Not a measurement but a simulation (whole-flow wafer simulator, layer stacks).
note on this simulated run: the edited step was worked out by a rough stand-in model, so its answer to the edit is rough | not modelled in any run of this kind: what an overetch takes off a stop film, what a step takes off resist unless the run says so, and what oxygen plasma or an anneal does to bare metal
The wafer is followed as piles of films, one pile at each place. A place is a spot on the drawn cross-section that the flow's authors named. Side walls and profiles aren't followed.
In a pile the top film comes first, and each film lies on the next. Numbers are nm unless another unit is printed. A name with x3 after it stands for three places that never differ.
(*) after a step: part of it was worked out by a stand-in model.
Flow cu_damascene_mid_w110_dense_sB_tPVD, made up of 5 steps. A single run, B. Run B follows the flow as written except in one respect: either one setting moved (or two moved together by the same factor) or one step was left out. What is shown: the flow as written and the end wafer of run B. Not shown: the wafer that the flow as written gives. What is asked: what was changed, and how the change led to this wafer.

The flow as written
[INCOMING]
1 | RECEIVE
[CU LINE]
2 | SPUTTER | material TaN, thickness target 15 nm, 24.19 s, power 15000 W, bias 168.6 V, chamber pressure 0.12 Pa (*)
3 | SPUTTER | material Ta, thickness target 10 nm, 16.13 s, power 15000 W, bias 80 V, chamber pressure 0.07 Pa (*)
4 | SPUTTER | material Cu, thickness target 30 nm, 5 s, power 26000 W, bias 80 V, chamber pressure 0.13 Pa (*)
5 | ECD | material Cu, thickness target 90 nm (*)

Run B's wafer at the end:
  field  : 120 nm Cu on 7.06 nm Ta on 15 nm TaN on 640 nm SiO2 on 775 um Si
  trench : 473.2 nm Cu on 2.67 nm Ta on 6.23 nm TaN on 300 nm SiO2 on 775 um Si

The reason: step 3, SPUTTER: power 10590 W was run, though the flow has power 15000 W.

How this came from the change, step by step:
  3 | SPUTTER | material Ta, thickness target 10 nm, 16.13 s, power 15000 W, bias 80 V, chamber pressure 0.07 Pa (*)
      field: +7.06 Ta (new film) (in the flow as written it would be: +10 Ta (new film))
      trench: +2.67 Ta (new film) (in the flow as written it would be: +4.05 Ta (new film))
